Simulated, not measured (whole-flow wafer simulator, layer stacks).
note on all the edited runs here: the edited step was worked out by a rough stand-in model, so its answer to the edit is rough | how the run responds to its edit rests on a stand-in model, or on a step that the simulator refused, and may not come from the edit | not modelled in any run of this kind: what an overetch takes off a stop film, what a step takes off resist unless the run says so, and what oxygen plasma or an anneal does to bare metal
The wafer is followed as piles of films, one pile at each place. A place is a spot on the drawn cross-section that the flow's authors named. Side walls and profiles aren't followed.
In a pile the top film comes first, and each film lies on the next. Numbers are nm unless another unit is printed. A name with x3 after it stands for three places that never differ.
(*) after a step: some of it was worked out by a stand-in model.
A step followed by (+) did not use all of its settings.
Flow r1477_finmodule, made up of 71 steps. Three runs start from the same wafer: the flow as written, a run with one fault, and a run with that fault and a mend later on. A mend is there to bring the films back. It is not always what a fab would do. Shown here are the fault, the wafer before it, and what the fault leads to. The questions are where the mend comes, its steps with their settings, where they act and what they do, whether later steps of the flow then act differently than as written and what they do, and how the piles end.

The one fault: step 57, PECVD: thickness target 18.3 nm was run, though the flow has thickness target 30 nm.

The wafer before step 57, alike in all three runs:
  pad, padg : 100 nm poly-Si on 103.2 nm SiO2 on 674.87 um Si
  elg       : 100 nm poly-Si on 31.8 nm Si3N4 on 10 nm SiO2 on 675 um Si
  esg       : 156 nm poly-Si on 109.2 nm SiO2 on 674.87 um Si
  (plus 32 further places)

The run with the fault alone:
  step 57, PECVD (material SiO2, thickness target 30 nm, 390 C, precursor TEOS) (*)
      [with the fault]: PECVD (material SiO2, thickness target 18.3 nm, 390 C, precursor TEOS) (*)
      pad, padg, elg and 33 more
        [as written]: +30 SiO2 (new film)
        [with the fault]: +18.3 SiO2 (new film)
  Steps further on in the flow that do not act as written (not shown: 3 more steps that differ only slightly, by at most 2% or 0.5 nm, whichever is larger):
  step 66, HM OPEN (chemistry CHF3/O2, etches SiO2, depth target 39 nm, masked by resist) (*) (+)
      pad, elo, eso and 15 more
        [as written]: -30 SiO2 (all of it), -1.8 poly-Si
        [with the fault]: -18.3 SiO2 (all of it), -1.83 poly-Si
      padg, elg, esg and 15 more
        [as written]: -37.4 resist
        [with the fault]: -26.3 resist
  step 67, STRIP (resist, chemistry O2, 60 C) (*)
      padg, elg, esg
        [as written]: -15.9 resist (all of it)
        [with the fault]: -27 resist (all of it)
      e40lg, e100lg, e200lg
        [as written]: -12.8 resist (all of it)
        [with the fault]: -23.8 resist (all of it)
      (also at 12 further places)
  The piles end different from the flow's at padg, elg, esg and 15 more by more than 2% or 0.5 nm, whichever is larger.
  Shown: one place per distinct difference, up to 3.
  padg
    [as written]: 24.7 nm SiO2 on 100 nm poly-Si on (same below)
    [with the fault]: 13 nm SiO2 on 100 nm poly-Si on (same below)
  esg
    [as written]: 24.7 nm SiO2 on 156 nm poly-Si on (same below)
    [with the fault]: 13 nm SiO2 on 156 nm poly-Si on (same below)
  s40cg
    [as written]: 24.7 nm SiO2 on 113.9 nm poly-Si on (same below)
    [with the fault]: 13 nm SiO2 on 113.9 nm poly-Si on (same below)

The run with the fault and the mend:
  After step 58 comes the mend.
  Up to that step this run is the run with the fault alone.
  step 58a, PECVD (material SiO2, thickness target 11.7 nm, 390 C, precursor TEOS) (*) (a further turn of the flow's step 57, with different settings)
      pad, padg, elg and 33 more
        +11.7 SiO2
  Later steps of the flow that are run all act as written at every place that is followed.
  By the end, the piles equal the flow's at every place that both follow.
